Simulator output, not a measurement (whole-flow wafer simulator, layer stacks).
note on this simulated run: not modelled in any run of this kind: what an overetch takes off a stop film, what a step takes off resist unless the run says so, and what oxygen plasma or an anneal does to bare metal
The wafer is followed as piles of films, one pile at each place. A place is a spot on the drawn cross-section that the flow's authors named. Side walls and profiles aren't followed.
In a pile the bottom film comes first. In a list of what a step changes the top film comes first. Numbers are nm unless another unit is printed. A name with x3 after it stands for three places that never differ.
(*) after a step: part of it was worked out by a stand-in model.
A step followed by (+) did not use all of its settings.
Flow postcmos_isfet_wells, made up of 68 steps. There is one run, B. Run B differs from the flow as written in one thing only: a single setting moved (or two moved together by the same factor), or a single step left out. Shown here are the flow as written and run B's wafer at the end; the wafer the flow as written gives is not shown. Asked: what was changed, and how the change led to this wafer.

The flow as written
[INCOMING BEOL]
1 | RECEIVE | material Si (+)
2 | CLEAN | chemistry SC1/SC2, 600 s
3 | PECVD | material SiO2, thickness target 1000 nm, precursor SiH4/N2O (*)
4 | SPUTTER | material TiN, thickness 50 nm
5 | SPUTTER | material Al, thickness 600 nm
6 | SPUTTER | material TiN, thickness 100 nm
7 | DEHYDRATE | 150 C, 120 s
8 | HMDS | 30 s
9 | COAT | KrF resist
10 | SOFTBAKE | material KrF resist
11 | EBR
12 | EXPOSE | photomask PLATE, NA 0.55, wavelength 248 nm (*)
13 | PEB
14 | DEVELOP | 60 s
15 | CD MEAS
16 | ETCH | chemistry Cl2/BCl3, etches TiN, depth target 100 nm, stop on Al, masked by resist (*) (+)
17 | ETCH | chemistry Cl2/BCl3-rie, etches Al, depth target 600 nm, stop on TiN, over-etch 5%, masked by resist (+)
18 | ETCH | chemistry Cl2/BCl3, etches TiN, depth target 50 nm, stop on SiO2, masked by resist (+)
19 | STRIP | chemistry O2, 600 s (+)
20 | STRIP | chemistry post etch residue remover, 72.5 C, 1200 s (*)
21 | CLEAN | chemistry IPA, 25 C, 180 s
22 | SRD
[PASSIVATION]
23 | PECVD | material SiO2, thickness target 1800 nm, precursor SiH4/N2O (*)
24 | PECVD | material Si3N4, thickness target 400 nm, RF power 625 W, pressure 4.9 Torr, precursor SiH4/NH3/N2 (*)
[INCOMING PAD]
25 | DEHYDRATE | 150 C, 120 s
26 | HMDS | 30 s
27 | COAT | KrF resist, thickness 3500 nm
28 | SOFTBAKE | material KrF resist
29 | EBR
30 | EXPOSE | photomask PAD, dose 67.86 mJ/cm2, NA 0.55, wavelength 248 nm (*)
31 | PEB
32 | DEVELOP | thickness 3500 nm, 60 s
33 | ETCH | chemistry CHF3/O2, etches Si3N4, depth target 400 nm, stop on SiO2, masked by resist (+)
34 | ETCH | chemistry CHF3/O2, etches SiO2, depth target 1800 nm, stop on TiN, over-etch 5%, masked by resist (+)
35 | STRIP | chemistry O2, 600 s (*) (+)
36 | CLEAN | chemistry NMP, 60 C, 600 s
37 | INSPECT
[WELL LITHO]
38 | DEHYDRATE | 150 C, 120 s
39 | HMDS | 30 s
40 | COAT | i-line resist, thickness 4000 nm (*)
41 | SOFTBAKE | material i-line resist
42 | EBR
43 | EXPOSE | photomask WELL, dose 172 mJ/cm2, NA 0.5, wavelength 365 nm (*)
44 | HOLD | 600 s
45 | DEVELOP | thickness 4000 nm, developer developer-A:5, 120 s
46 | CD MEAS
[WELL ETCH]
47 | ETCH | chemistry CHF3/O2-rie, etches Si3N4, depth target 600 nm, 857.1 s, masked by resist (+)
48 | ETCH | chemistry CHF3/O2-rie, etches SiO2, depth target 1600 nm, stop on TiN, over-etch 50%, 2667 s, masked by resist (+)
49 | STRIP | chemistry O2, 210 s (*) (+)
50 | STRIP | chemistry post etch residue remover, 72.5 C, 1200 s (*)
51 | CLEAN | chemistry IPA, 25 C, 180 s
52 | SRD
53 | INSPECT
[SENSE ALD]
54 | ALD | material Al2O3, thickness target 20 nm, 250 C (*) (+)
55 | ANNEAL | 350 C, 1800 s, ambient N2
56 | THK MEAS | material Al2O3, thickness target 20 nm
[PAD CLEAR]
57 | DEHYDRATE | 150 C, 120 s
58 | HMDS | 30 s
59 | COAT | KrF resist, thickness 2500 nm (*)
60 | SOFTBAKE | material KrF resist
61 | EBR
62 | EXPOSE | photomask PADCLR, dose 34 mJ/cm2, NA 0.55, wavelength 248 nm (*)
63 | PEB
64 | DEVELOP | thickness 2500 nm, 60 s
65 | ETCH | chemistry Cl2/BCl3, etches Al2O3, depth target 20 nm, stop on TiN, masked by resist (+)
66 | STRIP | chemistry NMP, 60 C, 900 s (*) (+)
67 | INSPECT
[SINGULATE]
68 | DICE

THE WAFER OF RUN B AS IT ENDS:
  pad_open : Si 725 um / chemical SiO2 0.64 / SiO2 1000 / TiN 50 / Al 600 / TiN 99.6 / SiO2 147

What caused this: step 33, ETCH: depth target 260 nm was run, whereas the flow has depth target 400 nm.

The path from the change to this, step by step:
  33 | ETCH | chemistry CHF3/O2, etches Si3N4, depth target 400 nm, stop on SiO2, masked by resist (+)
      pad_open: Si3N4 loses 260 (as written it would have been: Si3N4 loses 400 (all of it))
      field, margin, well900, well1300 x3, pad_rim, pad_clr: KrF resist loses 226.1 (as written it would have been: KrF resist loses 347.8)
  34 | ETCH | chemistry CHF3/O2, etches SiO2, depth target 1800 nm, stop on TiN, over-etch 5%, masked by resist (+)
      pad_open: Si3N4 loses 140 (all of it), SiO2 loses 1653 (as written it would have been: SiO2 loses 1800 (all of it))
  35 | STRIP | chemistry O2, 600 s (*) (+)
      field, margin, well900, well1300 x3, pad_rim, pad_clr: KrF resist loses 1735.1 (all of it) (as written it would have been: KrF resist loses 1613.3 (all of it))
  41 | SOFTBAKE | material i-line resist
      pad_clr: i-line resist loses 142 (as written it would have been: i-line resist loses 156.7)
      pad_open: i-line resist gains 108.8 (as written it would have been: i-line resist gains 115.3)
  49 | STRIP | chemistry O2, 210 s (*) (+)
      pad_clr: i-line resist loses 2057 (all of it) (as written it would have been: i-line resist loses 1996.5 (all of it))
  59 | COAT | KrF resist, thickness 2500 nm (*)
      pad_clr: KrF resist gains 1741 (new film) (as written it would have been: KrF resist gains 1691.6 (new film))
  64 | DEVELOP | thickness 2500 nm, 60 s
      pad_clr: KrF resist loses 1725.2 (all of it) (as written it would have been: KrF resist loses 1676 (all of it))
